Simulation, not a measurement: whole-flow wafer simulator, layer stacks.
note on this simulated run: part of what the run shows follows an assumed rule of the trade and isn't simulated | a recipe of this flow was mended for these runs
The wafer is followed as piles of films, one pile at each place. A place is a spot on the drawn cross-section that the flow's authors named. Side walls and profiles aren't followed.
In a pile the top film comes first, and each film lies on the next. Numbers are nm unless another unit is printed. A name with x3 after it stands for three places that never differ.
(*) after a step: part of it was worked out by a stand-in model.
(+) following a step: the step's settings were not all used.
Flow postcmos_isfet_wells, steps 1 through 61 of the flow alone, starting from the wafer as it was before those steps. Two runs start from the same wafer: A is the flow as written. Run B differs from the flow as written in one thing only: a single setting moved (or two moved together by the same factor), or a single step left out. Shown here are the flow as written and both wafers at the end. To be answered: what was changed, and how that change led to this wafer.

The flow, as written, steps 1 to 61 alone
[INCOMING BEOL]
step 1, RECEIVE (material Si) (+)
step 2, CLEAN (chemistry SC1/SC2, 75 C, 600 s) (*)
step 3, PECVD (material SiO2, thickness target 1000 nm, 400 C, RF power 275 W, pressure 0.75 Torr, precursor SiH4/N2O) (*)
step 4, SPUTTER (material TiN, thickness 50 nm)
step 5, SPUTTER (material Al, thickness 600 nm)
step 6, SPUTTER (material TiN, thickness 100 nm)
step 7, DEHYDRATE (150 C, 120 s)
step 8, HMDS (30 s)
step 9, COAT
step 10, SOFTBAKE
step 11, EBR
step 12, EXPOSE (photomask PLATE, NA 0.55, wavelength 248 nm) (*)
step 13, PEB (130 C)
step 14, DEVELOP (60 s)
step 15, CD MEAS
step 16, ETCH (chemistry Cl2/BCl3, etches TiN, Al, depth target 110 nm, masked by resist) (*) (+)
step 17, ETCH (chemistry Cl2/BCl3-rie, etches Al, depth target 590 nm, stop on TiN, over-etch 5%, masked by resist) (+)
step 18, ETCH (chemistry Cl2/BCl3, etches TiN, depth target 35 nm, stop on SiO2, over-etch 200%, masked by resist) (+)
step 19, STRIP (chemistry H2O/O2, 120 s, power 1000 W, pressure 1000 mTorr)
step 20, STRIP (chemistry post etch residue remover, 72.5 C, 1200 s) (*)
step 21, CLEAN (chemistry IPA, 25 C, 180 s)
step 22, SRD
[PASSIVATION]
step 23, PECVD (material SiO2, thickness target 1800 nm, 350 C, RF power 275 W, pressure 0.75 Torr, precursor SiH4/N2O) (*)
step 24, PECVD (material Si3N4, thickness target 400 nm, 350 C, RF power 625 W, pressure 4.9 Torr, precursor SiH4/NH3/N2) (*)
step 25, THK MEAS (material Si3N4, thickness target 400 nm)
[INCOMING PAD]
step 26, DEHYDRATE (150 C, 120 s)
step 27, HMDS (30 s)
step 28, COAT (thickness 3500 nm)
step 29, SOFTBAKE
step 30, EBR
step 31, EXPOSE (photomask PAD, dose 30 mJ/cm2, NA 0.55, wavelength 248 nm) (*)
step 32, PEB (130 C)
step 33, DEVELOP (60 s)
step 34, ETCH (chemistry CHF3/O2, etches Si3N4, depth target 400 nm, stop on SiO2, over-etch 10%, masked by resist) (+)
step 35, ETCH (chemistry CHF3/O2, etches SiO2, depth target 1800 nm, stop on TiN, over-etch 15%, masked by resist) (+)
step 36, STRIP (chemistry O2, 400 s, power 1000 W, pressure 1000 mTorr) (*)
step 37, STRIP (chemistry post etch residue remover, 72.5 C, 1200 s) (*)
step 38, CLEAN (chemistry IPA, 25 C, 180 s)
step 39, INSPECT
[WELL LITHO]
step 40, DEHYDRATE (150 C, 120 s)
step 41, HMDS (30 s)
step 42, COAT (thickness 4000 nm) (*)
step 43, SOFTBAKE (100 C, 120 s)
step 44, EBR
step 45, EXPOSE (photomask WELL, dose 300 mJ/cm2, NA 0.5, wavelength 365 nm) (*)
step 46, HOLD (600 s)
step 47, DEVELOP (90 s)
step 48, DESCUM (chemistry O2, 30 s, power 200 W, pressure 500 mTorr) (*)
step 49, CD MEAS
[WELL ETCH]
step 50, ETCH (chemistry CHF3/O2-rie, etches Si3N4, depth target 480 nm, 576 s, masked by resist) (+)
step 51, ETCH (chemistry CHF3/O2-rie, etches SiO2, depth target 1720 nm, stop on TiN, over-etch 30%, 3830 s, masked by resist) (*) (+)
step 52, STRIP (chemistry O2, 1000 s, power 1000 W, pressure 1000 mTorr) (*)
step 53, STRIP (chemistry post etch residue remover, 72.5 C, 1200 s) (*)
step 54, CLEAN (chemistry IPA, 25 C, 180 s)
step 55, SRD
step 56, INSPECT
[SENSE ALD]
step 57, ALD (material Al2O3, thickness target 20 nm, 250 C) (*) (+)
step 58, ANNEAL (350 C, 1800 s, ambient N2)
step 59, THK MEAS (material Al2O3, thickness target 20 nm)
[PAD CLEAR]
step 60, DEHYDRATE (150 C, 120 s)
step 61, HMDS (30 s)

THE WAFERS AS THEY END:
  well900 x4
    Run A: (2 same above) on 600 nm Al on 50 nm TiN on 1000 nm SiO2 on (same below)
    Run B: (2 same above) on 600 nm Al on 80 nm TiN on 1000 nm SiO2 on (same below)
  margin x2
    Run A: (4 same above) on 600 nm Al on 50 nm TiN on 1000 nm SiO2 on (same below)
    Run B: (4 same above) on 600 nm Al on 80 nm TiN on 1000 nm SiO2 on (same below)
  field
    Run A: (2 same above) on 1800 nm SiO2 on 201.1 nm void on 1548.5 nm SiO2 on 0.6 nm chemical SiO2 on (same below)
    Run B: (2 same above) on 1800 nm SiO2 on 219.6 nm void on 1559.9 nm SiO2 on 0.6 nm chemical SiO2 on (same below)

Cause: step 4, SPUTTER: thickness 80 nm was run, whereas the flow has thickness 50 nm.
One can read it off the wafer: well900 x4 has TiN 80, and step 4 as written asks for 50 nm.

How this came from the change, step by step:
  step 4, SPUTTER (material TiN, thickness 50 nm)
      field, margin x2, well900 x4, pad_clr, pad_open: A TiN gains 50 (new film) | B TiN gains 80 (new film)
  step 18, ETCH (chemistry Cl2/BCl3, etches TiN, depth target 35 nm, stop on SiO2, over-etch 200%, masked by resist) (+)
      margin x2, well900 x4, pad_clr, pad_open: A thick-KrF-resist loses 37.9 | B thick-KrF-resist loses 42
      field: A TiN loses 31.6 (all of it), SiO2 loses 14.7 | B TiN loses 61.6 (all of it), SiO2 loses 8.69
  step 23, PECVD (material SiO2, thickness target 1800 nm, 350 C, RF power 275 W, pressure 0.75 Torr, precursor SiH4/N2O) (*)
      field: A SiO2 gains 1800 (new film), void gains 201.1 (new film), SiO2 gains 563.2 | B SiO2 gains 1800 (new film), void gains 219.6 (new film), SiO2 gains 568.6
